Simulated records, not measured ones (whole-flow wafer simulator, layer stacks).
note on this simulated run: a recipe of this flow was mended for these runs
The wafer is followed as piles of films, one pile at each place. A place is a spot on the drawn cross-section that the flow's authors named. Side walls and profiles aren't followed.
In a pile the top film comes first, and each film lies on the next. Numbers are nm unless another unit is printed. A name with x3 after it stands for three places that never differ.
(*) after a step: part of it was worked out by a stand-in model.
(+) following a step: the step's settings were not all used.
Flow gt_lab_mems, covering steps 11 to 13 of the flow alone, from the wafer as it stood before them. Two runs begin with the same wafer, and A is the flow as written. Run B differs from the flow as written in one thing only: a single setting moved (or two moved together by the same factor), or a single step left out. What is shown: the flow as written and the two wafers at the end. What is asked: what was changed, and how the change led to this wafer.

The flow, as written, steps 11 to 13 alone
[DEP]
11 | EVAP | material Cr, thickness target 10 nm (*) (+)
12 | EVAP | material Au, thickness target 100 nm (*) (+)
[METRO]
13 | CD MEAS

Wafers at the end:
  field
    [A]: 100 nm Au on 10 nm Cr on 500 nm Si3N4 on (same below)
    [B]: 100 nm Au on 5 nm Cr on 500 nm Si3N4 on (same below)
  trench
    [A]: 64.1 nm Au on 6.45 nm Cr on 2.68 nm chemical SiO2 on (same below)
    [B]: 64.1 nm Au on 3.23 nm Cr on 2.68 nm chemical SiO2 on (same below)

Cause: step 11, EVAP: thickness target 5 nm was run, whereas the flow has thickness target 10 nm.
The wafer lets one read it off: field has Cr 5, and step 11 as written asks for 10 nm.

The path from the change to this, step by step:
  11 | EVAP | material Cr, thickness target 10 nm (*) (+)
      field: A Cr gains 10 (new film) | B Cr gains 5 (new film)
      trench: A Cr gains 6.45 (new film) | B Cr gains 3.23 (new film)
